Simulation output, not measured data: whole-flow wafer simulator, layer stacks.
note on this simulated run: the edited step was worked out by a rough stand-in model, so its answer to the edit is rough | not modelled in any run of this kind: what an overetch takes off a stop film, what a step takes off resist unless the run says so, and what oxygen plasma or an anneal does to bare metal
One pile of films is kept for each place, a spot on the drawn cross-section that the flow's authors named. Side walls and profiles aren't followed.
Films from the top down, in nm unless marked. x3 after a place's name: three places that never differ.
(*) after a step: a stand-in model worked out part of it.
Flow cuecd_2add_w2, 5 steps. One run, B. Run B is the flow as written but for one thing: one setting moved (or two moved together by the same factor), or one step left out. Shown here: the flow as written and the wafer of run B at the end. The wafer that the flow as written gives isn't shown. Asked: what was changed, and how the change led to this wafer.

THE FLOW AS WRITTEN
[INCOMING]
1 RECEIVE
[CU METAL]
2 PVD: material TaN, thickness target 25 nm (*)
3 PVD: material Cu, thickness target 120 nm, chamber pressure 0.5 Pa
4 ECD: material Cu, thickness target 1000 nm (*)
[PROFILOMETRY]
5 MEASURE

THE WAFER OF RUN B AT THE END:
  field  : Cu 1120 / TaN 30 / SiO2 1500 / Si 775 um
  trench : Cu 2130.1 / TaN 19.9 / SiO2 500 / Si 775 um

The cause: step 2, PVD: thickness target 30 nm was run, where the flow has thickness target 25 nm.
It can be read off the wafer: field has TaN 30, and step 2 as written asks for 25 nm.

How the change led to this, step by step:
  2 PVD: material TaN, thickness target 25 nm (*)
      field: TaN +30 (new film) (as written it would be: TaN +25 (new film))
      trench: TaN +19.9 (new film) (as written it would be: TaN +16.6 (new film))
